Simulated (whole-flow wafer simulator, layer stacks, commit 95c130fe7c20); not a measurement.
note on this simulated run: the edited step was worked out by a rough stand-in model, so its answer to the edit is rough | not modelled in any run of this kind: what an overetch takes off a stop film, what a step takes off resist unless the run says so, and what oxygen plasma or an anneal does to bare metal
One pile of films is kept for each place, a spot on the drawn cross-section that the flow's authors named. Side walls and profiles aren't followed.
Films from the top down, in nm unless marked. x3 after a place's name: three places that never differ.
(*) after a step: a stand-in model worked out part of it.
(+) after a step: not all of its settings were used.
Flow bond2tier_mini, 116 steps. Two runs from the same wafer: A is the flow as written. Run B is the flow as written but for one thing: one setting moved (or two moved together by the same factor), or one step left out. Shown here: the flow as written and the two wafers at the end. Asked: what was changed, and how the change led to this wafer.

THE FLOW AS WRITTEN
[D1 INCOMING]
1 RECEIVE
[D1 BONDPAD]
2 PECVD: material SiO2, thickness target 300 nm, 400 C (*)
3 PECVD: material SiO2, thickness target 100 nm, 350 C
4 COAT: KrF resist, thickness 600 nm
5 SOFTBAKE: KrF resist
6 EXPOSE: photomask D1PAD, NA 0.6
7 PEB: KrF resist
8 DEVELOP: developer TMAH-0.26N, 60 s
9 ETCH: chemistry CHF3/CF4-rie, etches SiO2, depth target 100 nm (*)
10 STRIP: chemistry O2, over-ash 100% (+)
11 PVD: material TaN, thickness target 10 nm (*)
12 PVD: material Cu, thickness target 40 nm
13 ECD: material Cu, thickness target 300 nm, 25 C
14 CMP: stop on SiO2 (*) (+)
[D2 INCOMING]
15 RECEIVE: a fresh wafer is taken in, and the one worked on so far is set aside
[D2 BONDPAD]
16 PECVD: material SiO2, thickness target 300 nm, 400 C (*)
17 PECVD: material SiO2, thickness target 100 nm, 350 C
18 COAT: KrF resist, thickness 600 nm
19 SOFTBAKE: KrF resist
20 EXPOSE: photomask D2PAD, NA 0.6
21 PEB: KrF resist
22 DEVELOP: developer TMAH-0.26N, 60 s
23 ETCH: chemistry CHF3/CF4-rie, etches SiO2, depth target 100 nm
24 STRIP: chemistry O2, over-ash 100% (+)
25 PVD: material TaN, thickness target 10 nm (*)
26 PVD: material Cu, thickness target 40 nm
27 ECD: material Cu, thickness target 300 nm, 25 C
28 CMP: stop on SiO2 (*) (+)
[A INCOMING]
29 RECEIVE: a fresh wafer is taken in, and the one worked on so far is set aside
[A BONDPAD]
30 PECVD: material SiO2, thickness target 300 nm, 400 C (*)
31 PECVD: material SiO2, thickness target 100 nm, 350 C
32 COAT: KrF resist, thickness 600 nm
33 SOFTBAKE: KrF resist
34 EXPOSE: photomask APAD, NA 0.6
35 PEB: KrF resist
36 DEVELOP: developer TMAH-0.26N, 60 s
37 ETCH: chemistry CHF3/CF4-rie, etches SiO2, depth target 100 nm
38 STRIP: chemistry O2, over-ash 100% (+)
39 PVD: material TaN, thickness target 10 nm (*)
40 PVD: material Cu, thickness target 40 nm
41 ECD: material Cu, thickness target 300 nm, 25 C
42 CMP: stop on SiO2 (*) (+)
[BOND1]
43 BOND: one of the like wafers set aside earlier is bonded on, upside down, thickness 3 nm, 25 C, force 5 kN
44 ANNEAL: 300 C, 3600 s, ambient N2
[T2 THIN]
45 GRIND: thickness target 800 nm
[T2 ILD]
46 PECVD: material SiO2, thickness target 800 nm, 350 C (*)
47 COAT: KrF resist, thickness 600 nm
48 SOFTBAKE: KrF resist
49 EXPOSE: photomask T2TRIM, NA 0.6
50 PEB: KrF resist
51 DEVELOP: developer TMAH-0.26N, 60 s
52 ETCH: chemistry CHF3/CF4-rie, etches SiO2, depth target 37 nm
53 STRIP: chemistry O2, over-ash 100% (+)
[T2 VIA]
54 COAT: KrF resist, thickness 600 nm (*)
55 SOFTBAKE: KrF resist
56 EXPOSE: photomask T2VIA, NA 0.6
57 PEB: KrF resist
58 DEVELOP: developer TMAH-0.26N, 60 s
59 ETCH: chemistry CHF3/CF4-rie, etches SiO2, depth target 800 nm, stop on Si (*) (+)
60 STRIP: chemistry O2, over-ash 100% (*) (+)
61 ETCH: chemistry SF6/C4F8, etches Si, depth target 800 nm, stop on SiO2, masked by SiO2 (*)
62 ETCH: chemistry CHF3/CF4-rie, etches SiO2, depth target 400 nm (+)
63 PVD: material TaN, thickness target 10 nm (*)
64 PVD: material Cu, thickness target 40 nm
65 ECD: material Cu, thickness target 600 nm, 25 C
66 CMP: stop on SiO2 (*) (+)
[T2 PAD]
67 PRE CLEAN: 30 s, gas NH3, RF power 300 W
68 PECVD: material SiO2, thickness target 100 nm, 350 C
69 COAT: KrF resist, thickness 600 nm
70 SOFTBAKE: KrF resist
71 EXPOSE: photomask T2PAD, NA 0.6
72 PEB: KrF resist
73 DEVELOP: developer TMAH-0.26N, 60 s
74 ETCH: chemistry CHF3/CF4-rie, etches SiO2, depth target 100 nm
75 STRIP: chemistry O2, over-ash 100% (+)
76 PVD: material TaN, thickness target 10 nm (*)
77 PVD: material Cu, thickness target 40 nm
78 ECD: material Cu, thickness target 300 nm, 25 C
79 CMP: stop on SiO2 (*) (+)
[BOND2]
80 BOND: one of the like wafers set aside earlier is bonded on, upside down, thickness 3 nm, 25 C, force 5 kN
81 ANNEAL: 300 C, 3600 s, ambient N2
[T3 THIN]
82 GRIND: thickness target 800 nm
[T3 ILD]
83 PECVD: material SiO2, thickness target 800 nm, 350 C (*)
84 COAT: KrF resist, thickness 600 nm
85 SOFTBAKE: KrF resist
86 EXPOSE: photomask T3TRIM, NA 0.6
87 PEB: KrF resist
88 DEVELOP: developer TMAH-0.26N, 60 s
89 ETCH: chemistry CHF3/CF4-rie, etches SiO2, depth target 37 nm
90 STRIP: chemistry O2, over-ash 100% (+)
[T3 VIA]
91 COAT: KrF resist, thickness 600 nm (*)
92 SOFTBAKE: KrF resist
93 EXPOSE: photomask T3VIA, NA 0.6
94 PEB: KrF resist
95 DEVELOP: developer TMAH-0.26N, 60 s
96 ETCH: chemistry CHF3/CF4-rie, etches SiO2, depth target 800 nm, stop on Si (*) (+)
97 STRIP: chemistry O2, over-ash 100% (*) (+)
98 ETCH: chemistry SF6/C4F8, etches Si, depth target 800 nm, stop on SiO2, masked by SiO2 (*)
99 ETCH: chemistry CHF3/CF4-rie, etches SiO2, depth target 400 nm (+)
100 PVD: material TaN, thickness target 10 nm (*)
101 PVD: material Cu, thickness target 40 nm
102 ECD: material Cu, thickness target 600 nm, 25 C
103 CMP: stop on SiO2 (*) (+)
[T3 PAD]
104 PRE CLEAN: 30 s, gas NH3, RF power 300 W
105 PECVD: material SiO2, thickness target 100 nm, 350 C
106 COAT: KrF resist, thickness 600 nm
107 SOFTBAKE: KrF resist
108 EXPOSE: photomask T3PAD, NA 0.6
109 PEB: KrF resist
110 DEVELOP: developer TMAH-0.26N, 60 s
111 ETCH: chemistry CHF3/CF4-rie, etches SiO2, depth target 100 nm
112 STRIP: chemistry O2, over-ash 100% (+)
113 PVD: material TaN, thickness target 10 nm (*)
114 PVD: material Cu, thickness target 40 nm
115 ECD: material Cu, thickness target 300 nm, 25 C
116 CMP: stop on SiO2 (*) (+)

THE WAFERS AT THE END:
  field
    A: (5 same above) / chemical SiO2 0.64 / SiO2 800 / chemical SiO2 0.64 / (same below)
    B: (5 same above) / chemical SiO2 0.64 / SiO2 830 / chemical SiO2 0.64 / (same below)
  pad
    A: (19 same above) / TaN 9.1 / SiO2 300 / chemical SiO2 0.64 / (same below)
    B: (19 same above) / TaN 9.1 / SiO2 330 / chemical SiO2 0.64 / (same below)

The cause: step 30, PECVD: thickness target 330 nm was run, where the flow has thickness target 300 nm.
It can be read off the wafer: pad has SiO2 330, and step 30 as written asks for 300 nm.

How the change led to this, step by step:
  30 PECVD: material SiO2, thickness target 300 nm, 400 C (*)
      field, pad, via: A SiO2 +300 (new film) | B SiO2 +330 (new film)
